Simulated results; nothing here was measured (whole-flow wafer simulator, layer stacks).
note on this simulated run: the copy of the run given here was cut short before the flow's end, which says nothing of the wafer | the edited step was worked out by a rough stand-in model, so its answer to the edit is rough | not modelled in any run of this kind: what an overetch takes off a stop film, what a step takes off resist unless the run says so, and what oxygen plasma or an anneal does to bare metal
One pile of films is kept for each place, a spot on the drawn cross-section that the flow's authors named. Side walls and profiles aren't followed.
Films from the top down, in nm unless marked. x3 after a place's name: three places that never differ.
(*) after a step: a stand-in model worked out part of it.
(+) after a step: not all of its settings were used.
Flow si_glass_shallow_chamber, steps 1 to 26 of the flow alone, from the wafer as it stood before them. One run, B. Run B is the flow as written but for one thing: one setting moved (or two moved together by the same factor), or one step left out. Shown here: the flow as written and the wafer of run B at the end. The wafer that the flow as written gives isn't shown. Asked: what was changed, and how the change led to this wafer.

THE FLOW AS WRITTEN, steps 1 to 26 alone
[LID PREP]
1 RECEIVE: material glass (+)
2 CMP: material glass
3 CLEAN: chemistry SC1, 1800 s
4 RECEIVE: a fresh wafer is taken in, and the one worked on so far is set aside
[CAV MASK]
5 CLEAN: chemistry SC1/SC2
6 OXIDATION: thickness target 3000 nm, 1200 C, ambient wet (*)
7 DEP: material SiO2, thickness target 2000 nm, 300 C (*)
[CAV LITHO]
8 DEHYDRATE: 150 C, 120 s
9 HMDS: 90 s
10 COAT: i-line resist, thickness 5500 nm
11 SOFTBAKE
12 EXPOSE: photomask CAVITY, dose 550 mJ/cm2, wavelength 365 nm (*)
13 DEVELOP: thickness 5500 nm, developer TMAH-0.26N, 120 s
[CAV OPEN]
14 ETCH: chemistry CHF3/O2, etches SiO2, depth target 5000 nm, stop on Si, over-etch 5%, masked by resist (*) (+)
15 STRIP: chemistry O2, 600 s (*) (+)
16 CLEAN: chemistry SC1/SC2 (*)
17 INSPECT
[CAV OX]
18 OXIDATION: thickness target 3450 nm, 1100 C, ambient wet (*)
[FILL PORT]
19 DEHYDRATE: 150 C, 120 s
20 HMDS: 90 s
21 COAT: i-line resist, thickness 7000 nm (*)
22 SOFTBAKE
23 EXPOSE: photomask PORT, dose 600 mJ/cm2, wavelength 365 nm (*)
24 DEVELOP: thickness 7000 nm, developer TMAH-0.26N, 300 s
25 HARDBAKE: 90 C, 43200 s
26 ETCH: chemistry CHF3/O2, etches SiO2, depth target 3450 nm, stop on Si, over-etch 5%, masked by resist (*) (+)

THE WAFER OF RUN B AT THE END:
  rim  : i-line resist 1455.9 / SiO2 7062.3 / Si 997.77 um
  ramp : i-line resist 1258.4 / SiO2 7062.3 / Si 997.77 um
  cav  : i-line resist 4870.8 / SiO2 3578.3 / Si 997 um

The cause: step 6, OXIDATION: thickness target 4125 nm was run, where the flow has thickness target 3000 nm.

How the change led to this, step by step:
  6 OXIDATION: thickness target 3000 nm, 1200 C, ambient wet (*)
      rim, ramp, cav, port, septum, ring: SiO2 +4125 (new film), chemical SiO2 -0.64 (all of it), Si -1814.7 (as written it would be: SiO2 +3000 (new film), chemical SiO2 -0.64 (all of it), Si -1319.7)
  14 ETCH: chemistry CHF3/O2, etches SiO2, depth target 5000 nm, stop on Si, over-etch 5%, masked by resist (*) (+)
      cav, port: SiO2 -5250 (as written it would be: SiO2 -5000 (all of it), Si -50)
  15 STRIP: chemistry O2, 600 s (*) (+)
      cav, port: nothing (as written it would be: chemical SiO2 +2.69 (new film), Si -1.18)
  18 OXIDATION: thickness target 3450 nm, 1100 C, ambient wet (*)
      cav, port: SiO2 +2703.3, Si -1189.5 (as written it would be: SiO2 +3450 (new film), chemical SiO2 -2.69 (all of it), Si -1516.8)
      rim, ramp, septum, ring: SiO2 +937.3, Si -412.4 (as written it would be: SiO2 +1109.8, Si -488.3)
  21 COAT: i-line resist, thickness 7000 nm (*)
      rim: i-line resist +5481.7 (new film) (as written it would be: i-line resist +5660.1 (new film))
      ramp: i-line resist +4842.4 (new film) (as written it would be: i-line resist +5087.8 (new film))
  22 SOFTBAKE
      rim: i-line resist -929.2 (as written it would be: i-line resist -849)
      ramp: i-line resist -494 (as written it would be: i-line resist -434.5)
      (and at 3 more places)
  25 HARDBAKE: 90 C, 43200 s
      rim: i-line resist -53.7 (as written it would be: i-line resist -62.5)
      ramp: i-line resist -47.2 (as written it would be: i-line resist -57.1)
      (and at 1 more place)
  26 ETCH: chemistry CHF3/O2, etches SiO2, depth target 3450 nm, stop on Si, over-etch 5%, masked by resist (*) (+)
      port: SiO2 -3578.3 (all of it), Si -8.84 (as written it would be: SiO2 -3450 (all of it), Si -34.5)
